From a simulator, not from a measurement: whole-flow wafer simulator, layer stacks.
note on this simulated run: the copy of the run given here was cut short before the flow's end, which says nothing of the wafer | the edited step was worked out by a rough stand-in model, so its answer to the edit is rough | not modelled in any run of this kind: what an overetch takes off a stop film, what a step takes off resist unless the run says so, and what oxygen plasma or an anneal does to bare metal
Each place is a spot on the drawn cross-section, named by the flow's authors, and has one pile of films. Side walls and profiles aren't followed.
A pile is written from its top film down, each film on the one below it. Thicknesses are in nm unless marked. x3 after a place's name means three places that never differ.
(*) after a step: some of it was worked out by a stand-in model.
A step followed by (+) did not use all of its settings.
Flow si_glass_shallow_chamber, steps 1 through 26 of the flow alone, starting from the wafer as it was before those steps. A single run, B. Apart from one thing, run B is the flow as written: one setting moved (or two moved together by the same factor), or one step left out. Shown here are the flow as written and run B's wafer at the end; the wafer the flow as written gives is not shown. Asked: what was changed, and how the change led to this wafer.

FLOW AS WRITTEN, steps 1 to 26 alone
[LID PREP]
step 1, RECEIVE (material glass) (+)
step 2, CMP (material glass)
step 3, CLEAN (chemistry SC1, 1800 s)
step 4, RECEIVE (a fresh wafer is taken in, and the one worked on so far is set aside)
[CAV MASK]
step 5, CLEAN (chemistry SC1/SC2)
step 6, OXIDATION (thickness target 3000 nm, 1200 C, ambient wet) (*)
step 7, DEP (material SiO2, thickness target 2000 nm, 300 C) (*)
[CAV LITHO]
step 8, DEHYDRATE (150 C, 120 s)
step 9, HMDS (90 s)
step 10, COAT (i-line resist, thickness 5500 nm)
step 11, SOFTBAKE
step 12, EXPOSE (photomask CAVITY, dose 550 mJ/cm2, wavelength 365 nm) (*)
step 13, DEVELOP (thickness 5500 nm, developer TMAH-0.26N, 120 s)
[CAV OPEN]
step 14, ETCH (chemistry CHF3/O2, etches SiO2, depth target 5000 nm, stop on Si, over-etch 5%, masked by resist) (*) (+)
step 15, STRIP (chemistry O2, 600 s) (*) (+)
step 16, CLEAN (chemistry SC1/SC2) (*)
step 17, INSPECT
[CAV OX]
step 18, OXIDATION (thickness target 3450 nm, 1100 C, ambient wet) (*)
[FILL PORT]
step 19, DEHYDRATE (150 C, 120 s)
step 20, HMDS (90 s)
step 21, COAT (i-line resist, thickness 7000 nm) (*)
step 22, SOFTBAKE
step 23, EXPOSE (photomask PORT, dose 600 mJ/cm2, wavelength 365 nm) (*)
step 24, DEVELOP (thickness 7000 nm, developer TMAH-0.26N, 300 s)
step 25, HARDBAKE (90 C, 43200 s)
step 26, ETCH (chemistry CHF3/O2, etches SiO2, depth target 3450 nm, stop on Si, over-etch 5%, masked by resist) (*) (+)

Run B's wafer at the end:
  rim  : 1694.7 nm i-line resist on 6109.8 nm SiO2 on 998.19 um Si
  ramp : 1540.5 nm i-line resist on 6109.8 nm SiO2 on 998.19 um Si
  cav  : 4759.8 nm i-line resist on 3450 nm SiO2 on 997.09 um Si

The reason: step 14, ETCH: over-etch 7.25% was run, whereas the flow has over-etch 5%.

Step by step, how the change led to this:
  step 14, ETCH (chemistry CHF3/O2, etches SiO2, depth target 5000 nm, stop on Si, over-etch 5%, masked by resist) (*) (+)
      rim, ramp, septum, ring: -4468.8 i-line resist (as written it would have been: -4375 i-line resist)
      cav, port: -5000 SiO2 (all of it), -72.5 Si (as written it would have been: -5000 SiO2 (all of it), -50 Si)
  step 15, STRIP (chemistry O2, 600 s) (*) (+)
      rim, ramp, septum, ring: -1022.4 i-line resist (all of it) (as written it would have been: -1116.2 i-line resist (all of it))
